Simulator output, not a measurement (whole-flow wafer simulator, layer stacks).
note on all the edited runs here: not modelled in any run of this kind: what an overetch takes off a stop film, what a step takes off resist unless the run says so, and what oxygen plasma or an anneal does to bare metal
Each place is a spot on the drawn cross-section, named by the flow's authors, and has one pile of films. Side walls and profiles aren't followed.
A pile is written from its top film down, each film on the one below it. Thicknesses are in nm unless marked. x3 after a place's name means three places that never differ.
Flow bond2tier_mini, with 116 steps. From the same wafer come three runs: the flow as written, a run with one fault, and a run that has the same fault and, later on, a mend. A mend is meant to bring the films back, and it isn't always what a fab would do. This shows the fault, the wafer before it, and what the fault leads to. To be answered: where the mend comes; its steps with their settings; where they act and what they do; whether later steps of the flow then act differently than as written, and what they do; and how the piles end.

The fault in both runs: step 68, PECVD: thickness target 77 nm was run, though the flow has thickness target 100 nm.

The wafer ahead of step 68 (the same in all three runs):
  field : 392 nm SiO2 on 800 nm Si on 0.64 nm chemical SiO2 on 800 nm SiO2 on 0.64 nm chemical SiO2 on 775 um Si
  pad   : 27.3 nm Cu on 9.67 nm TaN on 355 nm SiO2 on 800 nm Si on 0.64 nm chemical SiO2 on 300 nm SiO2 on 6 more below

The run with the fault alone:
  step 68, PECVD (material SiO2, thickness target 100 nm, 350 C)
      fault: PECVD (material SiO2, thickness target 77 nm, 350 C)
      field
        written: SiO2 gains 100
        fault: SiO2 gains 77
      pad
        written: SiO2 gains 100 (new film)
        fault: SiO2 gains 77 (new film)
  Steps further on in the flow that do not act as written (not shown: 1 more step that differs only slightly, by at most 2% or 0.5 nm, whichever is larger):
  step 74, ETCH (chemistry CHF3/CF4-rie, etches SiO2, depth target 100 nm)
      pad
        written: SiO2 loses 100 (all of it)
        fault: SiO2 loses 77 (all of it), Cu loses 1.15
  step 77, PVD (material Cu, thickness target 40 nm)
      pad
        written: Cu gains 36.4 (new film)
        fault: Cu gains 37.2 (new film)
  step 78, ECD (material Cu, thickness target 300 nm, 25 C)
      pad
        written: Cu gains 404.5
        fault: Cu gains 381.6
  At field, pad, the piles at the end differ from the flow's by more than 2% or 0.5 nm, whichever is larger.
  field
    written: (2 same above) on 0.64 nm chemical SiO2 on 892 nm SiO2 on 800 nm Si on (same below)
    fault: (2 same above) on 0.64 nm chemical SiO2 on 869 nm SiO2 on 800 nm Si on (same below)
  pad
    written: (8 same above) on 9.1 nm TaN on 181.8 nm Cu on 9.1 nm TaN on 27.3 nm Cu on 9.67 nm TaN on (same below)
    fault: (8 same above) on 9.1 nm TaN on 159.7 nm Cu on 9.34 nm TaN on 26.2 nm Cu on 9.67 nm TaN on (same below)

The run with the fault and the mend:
  The mend follows step 68.
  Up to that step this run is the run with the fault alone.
  step 68a, PECVD (material SiO2, thickness target 23 nm, 350 C) (the flow's step 68 again, with other settings)
      field, pad
        SiO2 gains 23
  Later steps of the flow that are run all act as written at every place that is followed.
  The piles end the same as the flow's at every place that both follow.
